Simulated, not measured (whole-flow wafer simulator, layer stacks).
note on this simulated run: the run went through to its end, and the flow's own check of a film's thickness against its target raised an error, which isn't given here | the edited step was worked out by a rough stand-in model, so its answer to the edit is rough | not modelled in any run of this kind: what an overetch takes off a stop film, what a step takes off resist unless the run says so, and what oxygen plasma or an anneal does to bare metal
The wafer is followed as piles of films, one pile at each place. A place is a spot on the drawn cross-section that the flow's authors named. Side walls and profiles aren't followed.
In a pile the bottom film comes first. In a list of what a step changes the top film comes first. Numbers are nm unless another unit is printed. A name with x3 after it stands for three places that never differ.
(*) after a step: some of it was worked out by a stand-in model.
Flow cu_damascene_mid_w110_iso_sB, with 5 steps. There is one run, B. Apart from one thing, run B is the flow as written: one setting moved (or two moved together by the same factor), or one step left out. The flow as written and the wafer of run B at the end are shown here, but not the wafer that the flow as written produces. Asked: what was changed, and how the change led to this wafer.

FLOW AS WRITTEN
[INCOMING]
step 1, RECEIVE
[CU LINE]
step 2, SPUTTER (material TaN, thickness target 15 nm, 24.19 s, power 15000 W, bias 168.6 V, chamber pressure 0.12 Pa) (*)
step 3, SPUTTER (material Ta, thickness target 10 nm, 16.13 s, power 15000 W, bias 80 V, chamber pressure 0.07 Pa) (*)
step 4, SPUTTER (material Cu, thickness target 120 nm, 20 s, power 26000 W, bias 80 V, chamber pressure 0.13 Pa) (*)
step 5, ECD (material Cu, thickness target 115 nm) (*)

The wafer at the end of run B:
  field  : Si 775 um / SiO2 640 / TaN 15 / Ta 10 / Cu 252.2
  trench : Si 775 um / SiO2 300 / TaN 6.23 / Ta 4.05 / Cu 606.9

What caused this: step 5, ECD: thickness target 132.2 nm was run, whereas the flow has thickness target 115 nm.

The path from the change to this, step by step:
  step 5, ECD (material Cu, thickness target 115 nm) (*)
      field: Cu gains 132.2 (as written it would have been: Cu gains 115)
      trench: Cu gains 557 (as written it would have been: Cu gains 539.8)
